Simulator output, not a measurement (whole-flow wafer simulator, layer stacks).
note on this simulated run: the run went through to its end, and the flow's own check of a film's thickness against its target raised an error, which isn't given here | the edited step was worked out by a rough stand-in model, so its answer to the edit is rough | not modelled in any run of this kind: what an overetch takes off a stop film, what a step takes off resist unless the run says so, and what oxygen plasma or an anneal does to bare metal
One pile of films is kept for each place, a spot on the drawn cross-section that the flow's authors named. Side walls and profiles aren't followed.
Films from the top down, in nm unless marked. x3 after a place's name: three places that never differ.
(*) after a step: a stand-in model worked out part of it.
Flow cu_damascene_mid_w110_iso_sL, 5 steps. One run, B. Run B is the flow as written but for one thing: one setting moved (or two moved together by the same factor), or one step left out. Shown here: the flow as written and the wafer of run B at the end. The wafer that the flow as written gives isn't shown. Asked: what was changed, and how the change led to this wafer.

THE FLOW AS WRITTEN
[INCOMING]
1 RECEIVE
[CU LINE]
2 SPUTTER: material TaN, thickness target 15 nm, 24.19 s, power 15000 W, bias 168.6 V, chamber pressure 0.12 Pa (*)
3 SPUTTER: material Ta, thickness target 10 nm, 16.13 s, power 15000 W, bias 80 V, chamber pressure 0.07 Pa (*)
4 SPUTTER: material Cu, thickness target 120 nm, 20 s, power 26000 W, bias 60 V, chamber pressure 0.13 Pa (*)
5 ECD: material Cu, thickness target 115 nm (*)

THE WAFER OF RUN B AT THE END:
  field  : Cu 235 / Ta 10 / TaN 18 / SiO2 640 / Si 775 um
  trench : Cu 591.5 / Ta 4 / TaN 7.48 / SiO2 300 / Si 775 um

The cause: step 2, SPUTTER: thickness target 18 nm was run, where the flow has thickness target 15 nm.
It can be read off the wafer: field has TaN 18, and step 2 as written asks for 15 nm.

How the change led to this, step by step:
  2 SPUTTER: material TaN, thickness target 15 nm, 24.19 s, power 15000 W, bias 168.6 V, chamber pressure 0.12 Pa (*)
      field: TaN +18 (new film) (as written it would be: TaN +15 (new film))
      trench: TaN +7.48 (new film) (as written it would be: TaN +6.23 (new film))
